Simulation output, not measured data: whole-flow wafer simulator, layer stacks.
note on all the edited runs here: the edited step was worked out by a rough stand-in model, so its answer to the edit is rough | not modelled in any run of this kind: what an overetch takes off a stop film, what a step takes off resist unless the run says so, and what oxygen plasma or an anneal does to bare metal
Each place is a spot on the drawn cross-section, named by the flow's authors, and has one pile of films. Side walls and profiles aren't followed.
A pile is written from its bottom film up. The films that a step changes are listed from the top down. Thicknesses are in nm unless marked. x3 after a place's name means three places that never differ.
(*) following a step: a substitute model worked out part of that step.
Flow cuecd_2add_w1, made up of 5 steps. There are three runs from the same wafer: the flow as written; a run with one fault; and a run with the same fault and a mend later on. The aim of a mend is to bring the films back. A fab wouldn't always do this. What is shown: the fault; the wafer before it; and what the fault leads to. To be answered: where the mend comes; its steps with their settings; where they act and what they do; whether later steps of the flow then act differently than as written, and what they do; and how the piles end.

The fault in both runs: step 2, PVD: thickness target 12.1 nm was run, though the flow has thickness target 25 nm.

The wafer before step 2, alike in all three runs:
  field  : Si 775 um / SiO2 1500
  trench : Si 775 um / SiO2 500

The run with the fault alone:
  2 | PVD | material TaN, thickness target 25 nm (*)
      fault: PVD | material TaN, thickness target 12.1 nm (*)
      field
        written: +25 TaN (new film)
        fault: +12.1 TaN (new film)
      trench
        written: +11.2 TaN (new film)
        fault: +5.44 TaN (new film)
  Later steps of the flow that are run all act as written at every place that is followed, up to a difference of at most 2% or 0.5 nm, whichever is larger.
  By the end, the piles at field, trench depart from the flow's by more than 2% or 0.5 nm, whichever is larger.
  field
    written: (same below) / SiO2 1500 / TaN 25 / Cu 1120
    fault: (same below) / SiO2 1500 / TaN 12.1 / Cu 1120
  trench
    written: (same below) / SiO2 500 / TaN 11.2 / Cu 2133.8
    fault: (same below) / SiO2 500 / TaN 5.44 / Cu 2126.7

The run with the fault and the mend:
  The mend follows step 2.
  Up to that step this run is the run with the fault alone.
  2a | PVD | material TaN, thickness target 12.9 nm (*) (the flow's step 2 again, with other settings)
      field
        +12.9 TaN
      trench
        +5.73 TaN
  Later steps of the flow that are run all act as written at every place that is followed.
  The piles end the same as the flow's at every place that both follow.
